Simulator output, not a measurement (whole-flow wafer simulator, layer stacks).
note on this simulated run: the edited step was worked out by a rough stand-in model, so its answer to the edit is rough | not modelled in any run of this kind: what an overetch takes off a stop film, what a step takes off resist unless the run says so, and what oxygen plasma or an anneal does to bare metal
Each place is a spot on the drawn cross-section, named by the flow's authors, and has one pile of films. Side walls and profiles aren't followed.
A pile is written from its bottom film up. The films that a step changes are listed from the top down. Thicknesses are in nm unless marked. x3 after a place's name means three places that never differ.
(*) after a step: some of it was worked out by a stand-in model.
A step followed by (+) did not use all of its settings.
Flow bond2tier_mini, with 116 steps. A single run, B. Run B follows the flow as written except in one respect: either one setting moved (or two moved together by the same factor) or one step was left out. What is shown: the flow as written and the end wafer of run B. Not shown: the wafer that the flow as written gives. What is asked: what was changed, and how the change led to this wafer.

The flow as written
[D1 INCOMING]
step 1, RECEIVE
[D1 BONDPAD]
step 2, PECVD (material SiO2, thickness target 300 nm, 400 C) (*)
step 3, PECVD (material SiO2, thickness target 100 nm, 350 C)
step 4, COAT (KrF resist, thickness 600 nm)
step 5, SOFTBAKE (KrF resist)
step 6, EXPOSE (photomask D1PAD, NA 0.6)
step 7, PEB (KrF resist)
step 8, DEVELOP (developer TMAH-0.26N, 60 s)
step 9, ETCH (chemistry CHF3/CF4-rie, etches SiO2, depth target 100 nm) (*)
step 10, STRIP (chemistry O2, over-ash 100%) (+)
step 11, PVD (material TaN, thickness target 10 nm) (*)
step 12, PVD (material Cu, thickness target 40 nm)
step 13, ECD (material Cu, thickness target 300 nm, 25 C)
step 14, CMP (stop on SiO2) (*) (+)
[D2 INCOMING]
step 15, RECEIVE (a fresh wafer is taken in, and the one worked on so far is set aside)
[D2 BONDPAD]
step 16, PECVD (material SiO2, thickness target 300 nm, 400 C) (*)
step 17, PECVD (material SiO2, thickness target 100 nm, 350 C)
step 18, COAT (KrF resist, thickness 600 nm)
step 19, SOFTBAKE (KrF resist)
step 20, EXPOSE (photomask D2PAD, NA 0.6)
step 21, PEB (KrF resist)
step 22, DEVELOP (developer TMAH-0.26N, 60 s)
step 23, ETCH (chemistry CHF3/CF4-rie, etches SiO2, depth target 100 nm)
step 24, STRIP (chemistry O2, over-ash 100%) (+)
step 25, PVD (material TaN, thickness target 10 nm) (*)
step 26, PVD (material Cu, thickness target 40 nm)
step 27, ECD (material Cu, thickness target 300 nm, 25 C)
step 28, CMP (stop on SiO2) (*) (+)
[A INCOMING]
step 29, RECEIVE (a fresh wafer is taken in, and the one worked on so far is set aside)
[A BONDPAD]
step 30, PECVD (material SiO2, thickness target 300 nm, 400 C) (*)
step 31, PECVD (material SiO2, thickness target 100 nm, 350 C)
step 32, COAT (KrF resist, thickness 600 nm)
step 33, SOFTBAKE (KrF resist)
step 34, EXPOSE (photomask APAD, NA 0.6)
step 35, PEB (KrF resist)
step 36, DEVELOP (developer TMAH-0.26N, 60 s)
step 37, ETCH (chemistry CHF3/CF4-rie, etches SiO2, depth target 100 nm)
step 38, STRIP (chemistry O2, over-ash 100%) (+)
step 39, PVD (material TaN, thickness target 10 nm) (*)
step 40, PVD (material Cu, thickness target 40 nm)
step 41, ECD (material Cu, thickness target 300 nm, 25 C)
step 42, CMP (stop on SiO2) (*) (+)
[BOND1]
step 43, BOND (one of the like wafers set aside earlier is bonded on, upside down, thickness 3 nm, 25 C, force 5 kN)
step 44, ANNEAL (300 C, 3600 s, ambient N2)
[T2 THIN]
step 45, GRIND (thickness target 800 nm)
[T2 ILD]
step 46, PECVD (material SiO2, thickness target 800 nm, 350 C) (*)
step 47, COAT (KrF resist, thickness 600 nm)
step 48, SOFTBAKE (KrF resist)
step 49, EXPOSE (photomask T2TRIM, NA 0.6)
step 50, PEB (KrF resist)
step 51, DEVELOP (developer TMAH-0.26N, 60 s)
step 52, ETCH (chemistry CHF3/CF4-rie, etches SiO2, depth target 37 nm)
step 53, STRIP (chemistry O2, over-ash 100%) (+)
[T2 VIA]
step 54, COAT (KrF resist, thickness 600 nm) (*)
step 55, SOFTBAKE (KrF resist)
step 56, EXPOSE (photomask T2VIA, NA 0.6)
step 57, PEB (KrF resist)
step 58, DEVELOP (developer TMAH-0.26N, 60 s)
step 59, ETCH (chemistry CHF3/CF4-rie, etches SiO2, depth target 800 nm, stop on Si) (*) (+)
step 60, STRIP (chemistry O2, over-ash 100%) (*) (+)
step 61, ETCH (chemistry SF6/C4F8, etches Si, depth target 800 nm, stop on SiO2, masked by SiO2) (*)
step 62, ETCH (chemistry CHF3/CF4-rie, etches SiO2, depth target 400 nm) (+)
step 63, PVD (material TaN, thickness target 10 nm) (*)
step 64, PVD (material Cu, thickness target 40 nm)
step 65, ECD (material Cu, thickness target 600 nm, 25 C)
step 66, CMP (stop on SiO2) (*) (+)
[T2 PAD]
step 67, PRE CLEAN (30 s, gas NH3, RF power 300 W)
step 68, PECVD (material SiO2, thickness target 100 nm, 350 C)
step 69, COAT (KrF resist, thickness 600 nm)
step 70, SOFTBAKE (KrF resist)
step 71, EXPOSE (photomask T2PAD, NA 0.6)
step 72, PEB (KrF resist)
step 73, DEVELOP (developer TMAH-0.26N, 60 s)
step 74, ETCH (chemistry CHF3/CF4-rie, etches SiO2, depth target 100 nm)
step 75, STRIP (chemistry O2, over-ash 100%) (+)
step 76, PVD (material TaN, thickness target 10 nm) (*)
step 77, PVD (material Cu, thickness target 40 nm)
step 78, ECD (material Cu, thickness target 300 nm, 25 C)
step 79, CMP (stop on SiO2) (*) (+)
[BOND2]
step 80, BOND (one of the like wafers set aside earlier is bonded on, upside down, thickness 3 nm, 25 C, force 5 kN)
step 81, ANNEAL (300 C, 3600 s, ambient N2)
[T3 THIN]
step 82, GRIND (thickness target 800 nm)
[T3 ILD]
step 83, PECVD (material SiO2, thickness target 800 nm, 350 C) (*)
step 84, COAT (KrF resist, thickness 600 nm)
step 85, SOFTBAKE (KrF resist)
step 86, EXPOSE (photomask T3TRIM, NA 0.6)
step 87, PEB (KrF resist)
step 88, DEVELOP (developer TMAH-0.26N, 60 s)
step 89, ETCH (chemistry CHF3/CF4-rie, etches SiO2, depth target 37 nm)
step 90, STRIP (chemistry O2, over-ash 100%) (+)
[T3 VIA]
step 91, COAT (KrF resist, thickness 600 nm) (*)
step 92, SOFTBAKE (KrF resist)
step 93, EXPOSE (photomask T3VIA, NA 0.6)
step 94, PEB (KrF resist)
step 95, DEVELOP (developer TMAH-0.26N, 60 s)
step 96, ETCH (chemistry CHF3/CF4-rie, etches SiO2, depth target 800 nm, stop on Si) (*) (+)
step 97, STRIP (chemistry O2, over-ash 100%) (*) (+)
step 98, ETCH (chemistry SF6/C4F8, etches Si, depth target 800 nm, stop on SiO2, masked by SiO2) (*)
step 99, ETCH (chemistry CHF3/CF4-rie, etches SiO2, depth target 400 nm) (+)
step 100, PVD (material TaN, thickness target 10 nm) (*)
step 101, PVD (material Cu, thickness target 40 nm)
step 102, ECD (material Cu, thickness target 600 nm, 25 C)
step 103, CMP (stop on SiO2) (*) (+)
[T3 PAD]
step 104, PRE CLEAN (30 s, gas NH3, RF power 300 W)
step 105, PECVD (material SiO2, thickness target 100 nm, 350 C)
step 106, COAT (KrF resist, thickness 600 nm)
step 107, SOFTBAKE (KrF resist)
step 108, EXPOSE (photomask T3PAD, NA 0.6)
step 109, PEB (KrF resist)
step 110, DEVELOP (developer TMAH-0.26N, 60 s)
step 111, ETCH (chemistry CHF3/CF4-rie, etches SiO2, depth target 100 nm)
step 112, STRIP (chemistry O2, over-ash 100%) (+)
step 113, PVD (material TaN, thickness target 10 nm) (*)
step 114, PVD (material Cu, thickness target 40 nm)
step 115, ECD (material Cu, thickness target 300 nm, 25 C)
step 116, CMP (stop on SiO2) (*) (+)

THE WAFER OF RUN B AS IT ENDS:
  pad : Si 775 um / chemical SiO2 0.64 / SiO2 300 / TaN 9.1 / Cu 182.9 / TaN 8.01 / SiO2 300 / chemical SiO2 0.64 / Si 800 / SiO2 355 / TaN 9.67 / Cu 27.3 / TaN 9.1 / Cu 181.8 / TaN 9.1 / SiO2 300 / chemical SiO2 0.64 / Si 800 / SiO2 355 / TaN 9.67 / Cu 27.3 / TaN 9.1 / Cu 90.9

What caused this: step 11, PVD: thickness target 8.8 nm was run, while the flow as written has thickness target 10 nm.

Step by step, how the change led to this:
  step 11, PVD (material TaN, thickness target 10 nm) (*)
      field: +8.8 TaN (new film) (it would be, as written: +10 TaN (new film))
      pad: +8.01 TaN (new film) (it would be, as written: +9.1 TaN (new film))
      (and at 1 other place as well)
  step 14, CMP (stop on SiO2) (*) (+)
      field: -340 Cu (all of it), -8.8 TaN (all of it) (it would be, as written: -340 Cu (all of it), -10 TaN (all of it))
  step 43, BOND (one of the like wafers set aside earlier is bonded on, upside down, thickness 3 nm, 25 C, force 5 kN)
      pad: +775 um Si (new film), +0.64 chemical SiO2 (new film), +300 SiO2 (new film), +8.01 TaN (new film), +92 Cu (it would be, as written: +775 um Si (new film), +0.64 chemical SiO2 (new film), +300 SiO2 (new film), +9.1 TaN (new film), +90.9 Cu)
      via: +775 um Si (new film), +0.64 chemical SiO2 (new film), +300 SiO2 (new film), +8.78 TaN (new film), +91.2 Cu (it would be, as written: +775 um Si (new film), +0.64 chemical SiO2 (new film), +300 SiO2 (new film), +9.97 TaN (new film), +90 Cu)
